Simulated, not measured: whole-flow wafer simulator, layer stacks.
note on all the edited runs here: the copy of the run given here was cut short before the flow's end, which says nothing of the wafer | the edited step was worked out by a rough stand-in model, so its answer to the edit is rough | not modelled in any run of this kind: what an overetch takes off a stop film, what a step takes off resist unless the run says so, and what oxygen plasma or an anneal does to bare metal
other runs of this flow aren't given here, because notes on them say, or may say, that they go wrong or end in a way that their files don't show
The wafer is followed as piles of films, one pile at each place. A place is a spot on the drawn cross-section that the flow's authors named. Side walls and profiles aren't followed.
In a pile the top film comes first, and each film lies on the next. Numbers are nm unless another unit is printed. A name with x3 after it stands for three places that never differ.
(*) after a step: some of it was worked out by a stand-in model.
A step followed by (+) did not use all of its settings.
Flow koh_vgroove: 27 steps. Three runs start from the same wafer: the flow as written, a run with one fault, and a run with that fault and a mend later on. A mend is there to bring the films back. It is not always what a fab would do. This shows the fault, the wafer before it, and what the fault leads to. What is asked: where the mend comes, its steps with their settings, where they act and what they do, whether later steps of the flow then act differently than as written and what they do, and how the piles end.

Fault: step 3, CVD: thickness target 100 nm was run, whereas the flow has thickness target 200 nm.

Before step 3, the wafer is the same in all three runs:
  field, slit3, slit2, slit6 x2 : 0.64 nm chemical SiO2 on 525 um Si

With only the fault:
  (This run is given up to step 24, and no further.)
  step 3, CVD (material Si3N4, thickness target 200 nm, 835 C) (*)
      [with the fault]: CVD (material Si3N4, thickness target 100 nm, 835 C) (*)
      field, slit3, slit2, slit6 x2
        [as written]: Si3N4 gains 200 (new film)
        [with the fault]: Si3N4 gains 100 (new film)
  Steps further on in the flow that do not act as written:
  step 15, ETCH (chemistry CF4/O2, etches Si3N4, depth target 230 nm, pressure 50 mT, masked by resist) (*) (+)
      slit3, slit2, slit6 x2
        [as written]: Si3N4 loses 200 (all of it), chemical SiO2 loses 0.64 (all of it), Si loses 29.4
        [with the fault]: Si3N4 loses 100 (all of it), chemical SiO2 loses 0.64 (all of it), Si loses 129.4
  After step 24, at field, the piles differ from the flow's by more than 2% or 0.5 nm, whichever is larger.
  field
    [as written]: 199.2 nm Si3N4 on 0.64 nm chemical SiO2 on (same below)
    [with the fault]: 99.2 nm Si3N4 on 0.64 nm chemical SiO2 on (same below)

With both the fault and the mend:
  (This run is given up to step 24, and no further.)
  After step 4 comes the mend.
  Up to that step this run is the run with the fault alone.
  step 4a, CVD (material Si3N4, thickness target 100 nm, 835 C) (*) (a further turn of the flow's step 3, with different settings)
      field, slit3, slit2, slit6 x2
        Si3N4 gains 100
  Every later step of the flow up to step 24 that is run acts as written at every place that is followed.
  The piles after step 24 are the same as the flow's at every place that both follow.
